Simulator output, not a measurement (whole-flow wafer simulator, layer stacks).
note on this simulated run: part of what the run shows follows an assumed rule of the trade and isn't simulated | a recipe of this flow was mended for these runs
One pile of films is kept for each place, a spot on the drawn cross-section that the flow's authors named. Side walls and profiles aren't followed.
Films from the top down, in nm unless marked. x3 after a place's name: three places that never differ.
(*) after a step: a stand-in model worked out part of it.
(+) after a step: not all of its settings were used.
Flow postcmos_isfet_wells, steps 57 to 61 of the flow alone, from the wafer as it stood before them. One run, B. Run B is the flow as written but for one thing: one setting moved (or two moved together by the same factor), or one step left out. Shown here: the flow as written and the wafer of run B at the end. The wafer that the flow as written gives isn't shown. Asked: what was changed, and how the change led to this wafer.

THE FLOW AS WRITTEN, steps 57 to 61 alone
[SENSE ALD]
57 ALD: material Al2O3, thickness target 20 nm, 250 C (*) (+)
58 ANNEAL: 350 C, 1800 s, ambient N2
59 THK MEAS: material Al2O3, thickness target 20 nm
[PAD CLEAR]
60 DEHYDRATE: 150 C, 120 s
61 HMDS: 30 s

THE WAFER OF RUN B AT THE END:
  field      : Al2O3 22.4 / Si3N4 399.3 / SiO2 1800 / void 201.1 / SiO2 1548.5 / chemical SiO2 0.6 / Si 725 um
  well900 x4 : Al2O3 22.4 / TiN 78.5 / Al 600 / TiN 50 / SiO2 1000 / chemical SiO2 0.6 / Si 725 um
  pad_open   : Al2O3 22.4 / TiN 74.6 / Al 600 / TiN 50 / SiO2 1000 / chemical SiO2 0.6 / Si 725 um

The cause: step 57, ALD: thickness target 22.4 nm was run, where the flow has thickness target 20 nm.
It can be read off the wafer: field has Al2O3 22.4, and step 57 as written asks for 20 nm.

How the change led to this, step by step:
  57 ALD: material Al2O3, thickness target 20 nm, 250 C (*) (+)
      field, margin x3, well900 x4, pad_open: Al2O3 +22.4 (new film) (as written it would be: Al2O3 +20 (new film))
